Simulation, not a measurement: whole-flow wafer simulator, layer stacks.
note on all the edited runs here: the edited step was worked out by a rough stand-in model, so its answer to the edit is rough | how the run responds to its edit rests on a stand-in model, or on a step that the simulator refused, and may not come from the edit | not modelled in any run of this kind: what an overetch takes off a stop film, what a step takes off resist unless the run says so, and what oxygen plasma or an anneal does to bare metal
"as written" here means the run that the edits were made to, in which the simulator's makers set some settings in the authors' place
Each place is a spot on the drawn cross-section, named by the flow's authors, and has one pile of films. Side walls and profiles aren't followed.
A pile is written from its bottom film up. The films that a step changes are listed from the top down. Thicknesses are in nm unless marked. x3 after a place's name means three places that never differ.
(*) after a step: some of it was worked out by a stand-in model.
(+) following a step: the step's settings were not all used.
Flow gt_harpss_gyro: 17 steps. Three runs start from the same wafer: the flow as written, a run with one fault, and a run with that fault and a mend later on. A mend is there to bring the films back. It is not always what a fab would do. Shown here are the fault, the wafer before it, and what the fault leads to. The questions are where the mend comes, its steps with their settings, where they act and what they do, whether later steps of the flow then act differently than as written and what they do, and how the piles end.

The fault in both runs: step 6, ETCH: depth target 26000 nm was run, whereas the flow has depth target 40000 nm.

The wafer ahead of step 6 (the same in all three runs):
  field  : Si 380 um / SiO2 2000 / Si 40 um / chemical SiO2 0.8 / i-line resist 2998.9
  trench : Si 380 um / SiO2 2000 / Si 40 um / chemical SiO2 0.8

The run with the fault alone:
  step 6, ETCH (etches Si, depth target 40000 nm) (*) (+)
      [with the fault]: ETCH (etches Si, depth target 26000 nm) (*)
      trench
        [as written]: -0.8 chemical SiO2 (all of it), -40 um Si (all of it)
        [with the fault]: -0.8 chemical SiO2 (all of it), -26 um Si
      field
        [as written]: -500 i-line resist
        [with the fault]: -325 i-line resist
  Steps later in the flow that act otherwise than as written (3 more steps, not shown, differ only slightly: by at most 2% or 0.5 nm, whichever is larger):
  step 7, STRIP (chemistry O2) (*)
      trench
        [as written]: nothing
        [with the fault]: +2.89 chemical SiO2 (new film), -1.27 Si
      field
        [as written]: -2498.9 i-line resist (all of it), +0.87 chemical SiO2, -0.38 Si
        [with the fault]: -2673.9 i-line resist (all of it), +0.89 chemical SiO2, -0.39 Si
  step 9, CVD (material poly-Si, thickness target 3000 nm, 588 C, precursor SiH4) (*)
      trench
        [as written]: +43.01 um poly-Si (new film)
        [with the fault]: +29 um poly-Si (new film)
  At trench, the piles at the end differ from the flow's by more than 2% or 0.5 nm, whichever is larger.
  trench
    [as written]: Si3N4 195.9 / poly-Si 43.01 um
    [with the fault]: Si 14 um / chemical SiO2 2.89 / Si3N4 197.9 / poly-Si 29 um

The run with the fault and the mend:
  After step 6 comes the mend.
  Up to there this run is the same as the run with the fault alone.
  step 6a, ETCH (etches Si, depth target 14000 nm) (*) (+) (the flow's step 6 again, with other settings)
      field
        -175 i-line resist
      trench
        -14 um Si (all of it)
  Later steps of the flow that are run all act as written at every place that is followed.
  The piles end the same as the flow's at every place that both follow.
